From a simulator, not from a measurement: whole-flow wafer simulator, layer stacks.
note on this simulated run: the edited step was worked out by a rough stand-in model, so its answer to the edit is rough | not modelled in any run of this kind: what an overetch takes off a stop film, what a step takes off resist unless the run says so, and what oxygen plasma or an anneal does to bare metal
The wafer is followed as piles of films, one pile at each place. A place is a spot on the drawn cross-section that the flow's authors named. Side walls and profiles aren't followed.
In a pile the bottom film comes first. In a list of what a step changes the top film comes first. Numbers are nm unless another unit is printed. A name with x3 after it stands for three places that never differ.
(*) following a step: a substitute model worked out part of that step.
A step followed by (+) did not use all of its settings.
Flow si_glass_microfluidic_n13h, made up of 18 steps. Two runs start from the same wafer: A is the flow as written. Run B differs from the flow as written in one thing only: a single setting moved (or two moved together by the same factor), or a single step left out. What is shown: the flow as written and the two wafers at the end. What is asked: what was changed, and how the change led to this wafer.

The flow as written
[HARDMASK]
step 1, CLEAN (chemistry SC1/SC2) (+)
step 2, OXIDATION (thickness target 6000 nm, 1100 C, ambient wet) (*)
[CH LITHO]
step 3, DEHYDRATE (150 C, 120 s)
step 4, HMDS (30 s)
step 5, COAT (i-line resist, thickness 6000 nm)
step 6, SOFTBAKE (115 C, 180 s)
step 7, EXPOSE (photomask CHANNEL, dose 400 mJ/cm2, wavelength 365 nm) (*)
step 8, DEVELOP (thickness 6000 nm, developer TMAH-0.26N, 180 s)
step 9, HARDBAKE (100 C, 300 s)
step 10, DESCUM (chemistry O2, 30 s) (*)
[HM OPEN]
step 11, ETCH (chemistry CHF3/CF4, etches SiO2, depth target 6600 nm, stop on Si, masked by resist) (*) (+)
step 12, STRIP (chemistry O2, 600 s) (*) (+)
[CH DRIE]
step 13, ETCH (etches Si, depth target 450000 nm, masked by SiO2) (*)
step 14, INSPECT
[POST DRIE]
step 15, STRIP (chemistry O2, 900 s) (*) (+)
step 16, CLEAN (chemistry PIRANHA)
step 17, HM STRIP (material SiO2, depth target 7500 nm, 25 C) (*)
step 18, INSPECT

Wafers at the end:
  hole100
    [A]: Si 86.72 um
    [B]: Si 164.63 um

The reason: step 13, ETCH: depth target 371200 nm was run, whereas the flow has depth target 450000 nm.

The path from the change to this, step by step:
  step 13, ETCH (etches Si, depth target 450000 nm, masked by SiO2) (*)
      land: A SiO2 loses 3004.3 | B SiO2 loses 2484.9
      hole100: A chemical SiO2 loses 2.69 (all of it), Si loses 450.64 um | B chemical SiO2 loses 2.69 (all of it), Si loses 372.73 um
  step 17, HM STRIP (material SiO2, depth target 7500 nm, 25 C) (*)
      land: A SiO2 loses 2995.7 (all of it) | B SiO2 loses 3515.1 (all of it)
